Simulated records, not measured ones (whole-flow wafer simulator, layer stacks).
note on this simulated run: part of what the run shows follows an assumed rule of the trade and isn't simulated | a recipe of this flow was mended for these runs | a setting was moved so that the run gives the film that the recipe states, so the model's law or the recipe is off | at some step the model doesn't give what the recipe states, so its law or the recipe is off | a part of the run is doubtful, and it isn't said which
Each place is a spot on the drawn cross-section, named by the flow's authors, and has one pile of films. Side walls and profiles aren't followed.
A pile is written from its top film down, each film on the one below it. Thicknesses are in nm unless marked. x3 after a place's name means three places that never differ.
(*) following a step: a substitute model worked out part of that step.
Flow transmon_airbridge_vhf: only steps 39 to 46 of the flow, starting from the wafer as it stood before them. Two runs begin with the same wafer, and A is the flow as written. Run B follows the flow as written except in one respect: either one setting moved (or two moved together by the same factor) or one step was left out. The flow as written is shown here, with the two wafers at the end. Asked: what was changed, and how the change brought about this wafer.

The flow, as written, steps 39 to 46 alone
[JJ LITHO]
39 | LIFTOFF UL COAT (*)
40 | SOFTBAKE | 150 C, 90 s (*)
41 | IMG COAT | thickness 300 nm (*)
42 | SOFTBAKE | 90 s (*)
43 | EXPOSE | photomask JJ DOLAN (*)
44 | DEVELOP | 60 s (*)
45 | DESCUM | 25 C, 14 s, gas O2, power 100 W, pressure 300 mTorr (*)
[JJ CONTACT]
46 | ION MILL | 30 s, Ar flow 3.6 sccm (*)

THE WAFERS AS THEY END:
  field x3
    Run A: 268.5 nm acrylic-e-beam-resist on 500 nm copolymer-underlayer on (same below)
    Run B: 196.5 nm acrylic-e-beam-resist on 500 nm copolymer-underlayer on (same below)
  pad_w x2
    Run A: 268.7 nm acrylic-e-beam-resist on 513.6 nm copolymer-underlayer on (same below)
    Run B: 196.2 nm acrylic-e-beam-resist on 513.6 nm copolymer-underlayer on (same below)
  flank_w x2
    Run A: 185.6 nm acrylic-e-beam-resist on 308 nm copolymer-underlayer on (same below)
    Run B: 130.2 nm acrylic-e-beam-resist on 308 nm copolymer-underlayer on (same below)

What caused this: step 41, IMG COAT: thickness 228 nm was run, whereas the flow has thickness 300 nm.

How this came from the change, step by step:
  41 | IMG COAT | thickness 300 nm (*)
      field x3, jj_line, ground_far x3: A acrylic-e-beam-resist gains 300 (new film) | B acrylic-e-beam-resist gains 228 (new film)
      pad_w x2: A acrylic-e-beam-resist gains 300.2 (new film) | B acrylic-e-beam-resist gains 227.7 (new film)
      (also at 8 further places)
  44 | DEVELOP | 60 s (*)
      jj_line: A acrylic-e-beam-resist loses 300 (all of it), copolymer-underlayer loses 500 (all of it) | B acrylic-e-beam-resist loses 228 (all of it), copolymer-underlayer loses 500 (all of it)
